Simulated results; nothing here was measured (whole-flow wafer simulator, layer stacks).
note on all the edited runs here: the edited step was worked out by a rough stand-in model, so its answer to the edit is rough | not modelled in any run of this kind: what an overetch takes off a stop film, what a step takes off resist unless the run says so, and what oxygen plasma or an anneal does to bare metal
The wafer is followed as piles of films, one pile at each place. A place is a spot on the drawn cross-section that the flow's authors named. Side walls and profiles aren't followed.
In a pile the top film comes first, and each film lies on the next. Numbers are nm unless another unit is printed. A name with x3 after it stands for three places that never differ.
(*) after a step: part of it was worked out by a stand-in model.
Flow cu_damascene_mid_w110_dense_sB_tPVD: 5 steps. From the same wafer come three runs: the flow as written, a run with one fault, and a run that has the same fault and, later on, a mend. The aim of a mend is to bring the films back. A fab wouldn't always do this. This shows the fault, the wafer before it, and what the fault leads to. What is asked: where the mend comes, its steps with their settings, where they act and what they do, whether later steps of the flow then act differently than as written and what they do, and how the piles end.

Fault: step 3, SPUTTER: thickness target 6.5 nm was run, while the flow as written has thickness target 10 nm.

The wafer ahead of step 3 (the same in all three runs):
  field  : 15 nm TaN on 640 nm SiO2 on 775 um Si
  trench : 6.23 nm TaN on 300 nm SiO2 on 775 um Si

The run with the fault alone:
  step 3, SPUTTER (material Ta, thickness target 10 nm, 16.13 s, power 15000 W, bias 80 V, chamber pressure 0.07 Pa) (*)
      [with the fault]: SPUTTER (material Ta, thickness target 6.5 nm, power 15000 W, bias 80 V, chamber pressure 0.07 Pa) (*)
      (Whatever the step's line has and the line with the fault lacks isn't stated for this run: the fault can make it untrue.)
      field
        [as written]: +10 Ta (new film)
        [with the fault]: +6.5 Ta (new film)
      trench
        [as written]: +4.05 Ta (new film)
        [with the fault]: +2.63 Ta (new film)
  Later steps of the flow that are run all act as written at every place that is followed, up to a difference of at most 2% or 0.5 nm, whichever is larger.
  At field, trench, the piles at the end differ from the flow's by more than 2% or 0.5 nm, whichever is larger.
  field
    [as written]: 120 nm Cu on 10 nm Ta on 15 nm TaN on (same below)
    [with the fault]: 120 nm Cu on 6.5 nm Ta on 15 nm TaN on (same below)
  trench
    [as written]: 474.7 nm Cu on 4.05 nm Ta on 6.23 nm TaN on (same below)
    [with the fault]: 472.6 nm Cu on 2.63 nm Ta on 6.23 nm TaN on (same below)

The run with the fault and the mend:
  The mend follows step 3.
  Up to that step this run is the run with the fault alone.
  step 3a, SPUTTER (material Ta, thickness target 3.5 nm, power 15000 W, bias 80 V, chamber pressure 0.07 Pa) (*) (a further turn of the flow's step 3, with different settings)
      field
        +3.5 Ta
      trench
        +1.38 Ta
  Later steps of the flow that are run all act as written at every place that is followed, up to a difference of at most 2% or 0.5 nm, whichever is larger.
  The piles end only slightly different from the flow's at the places that both follow, by no more than 2% or 0.5 nm, whichever is larger.
